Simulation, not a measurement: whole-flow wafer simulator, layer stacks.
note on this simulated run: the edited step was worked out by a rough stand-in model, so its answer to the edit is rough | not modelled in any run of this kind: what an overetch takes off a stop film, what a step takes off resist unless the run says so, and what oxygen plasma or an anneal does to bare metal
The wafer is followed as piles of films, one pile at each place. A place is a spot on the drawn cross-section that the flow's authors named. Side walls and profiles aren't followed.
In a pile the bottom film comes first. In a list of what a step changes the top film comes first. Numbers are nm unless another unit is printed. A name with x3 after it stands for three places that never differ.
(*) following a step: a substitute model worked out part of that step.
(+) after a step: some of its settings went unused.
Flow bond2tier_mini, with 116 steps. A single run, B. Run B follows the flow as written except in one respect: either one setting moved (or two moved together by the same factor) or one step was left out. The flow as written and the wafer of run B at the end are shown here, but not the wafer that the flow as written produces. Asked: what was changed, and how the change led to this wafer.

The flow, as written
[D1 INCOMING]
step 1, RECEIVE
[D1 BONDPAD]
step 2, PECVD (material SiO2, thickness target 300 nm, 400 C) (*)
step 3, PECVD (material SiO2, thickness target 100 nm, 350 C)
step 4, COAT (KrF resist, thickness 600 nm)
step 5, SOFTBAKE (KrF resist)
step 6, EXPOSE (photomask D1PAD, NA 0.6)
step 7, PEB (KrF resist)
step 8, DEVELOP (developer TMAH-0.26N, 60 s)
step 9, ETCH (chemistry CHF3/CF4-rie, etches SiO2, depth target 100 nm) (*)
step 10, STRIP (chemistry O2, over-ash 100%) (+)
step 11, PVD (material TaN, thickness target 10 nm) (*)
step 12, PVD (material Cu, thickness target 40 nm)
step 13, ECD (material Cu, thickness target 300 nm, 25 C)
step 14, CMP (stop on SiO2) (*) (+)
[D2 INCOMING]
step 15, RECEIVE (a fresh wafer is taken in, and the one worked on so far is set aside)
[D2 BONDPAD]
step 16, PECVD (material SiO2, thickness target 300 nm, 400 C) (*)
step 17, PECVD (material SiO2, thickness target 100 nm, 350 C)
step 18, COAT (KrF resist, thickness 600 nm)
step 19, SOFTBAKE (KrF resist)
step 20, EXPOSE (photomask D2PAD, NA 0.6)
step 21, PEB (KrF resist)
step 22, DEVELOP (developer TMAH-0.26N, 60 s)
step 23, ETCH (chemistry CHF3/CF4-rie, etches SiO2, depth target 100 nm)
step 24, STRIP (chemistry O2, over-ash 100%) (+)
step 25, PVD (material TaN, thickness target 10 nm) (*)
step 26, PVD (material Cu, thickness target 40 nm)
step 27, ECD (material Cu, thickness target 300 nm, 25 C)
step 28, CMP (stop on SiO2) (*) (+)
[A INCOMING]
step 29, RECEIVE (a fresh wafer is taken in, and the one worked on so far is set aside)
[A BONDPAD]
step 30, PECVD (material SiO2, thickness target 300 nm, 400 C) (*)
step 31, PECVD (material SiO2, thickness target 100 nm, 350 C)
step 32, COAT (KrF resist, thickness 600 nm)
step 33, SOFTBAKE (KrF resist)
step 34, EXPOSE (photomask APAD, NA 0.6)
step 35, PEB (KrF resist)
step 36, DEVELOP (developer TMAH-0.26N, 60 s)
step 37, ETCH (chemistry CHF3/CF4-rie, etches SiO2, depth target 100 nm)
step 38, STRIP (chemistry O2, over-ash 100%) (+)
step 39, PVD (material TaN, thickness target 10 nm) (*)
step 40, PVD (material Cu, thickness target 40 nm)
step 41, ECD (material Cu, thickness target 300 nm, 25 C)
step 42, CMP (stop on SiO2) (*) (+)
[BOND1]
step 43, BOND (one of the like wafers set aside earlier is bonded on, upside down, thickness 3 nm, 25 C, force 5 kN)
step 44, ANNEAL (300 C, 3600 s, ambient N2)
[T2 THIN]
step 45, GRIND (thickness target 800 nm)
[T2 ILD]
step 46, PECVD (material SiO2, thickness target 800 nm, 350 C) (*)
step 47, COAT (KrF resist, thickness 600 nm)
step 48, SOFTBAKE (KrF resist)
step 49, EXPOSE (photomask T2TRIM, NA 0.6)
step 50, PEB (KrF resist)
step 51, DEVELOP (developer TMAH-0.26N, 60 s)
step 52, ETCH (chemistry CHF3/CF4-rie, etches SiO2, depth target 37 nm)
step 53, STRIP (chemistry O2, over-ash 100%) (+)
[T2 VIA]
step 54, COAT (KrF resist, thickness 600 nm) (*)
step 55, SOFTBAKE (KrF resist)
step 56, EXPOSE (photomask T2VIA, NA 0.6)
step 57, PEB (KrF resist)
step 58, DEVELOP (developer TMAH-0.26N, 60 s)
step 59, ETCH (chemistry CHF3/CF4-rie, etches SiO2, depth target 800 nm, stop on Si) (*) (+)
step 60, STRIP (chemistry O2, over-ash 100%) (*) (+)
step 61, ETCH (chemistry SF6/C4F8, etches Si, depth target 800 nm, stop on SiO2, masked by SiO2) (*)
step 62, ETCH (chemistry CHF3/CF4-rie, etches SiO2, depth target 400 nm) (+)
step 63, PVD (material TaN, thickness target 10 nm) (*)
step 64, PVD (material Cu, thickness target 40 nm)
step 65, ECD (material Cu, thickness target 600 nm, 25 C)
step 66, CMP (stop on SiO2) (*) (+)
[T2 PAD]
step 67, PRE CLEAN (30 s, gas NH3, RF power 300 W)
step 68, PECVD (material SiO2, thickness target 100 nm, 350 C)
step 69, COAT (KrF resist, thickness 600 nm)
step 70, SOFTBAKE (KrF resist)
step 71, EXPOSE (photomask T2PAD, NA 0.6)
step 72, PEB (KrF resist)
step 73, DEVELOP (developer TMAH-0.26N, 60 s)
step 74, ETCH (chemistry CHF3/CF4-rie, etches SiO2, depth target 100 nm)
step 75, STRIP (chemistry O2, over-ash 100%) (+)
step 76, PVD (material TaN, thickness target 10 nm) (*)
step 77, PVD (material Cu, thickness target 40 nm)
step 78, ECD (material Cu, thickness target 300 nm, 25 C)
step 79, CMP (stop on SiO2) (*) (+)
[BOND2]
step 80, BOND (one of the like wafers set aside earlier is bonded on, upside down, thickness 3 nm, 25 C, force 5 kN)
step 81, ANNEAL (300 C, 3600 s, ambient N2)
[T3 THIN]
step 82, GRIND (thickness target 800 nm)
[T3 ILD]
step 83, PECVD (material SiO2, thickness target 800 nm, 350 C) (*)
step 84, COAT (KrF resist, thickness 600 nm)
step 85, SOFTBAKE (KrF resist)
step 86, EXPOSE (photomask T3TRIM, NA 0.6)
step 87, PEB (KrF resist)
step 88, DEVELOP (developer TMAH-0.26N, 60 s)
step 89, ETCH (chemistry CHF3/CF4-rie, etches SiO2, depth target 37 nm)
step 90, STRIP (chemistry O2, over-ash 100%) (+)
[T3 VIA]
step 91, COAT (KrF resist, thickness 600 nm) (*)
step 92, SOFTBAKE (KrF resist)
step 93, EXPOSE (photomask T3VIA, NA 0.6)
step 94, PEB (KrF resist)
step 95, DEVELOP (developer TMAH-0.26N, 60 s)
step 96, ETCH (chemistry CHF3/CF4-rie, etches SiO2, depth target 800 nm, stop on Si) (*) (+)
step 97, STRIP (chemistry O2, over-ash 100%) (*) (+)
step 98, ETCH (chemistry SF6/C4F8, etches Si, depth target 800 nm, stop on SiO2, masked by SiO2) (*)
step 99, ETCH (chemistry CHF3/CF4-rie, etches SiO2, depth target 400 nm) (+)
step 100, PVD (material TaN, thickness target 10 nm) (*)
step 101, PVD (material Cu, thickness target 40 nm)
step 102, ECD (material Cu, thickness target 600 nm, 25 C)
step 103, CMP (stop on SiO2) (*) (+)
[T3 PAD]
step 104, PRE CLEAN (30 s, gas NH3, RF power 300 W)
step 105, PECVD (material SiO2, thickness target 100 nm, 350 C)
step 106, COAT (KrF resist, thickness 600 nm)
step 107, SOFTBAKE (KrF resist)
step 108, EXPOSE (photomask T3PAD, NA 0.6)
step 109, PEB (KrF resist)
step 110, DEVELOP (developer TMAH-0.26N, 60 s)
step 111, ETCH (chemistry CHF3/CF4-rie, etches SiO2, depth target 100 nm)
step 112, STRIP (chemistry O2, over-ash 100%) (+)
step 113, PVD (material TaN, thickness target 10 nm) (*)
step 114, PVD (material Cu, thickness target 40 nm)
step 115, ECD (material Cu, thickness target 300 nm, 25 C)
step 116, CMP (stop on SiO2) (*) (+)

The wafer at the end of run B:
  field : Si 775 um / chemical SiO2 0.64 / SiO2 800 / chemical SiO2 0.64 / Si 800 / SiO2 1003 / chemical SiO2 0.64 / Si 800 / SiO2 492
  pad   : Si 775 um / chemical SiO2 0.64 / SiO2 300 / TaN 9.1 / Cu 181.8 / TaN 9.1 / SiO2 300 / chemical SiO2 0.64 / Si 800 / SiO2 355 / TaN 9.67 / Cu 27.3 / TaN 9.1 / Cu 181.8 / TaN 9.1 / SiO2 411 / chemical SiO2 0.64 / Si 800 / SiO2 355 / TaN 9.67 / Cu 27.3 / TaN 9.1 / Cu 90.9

What caused this: step 16, PECVD: thickness target 411 nm was run, while the flow as written has thickness target 300 nm.
One can read it off the wafer: pad has SiO2 411, and step 16 as written asks for 300 nm.

Step by step, how the change led to this:
  step 16, PECVD (material SiO2, thickness target 300 nm, 400 C) (*)
      field, pad, via: SiO2 gains 411 (new film) (as written it would have been: SiO2 gains 300 (new film))
  step 80, BOND (one of the like wafers set aside earlier is bonded on, upside down, thickness 3 nm, 25 C, force 5 kN)
      field: Si gains 775 um (new film), chemical SiO2 gains 0.64 (new film), SiO2 gains 511 (as written it would have been: Si gains 775 um (new film), chemical SiO2 gains 0.64 (new film), SiO2 gains 400)
      pad: Si gains 775 um (new film), chemical SiO2 gains 0.64 (new film), SiO2 gains 411 (new film), TaN gains 9.1 (new film), Cu gains 90.9 (as written it would have been: Si gains 775 um (new film), chemical SiO2 gains 0.64 (new film), SiO2 gains 300 (new film), TaN gains 9.1 (new film), Cu gains 90.9)
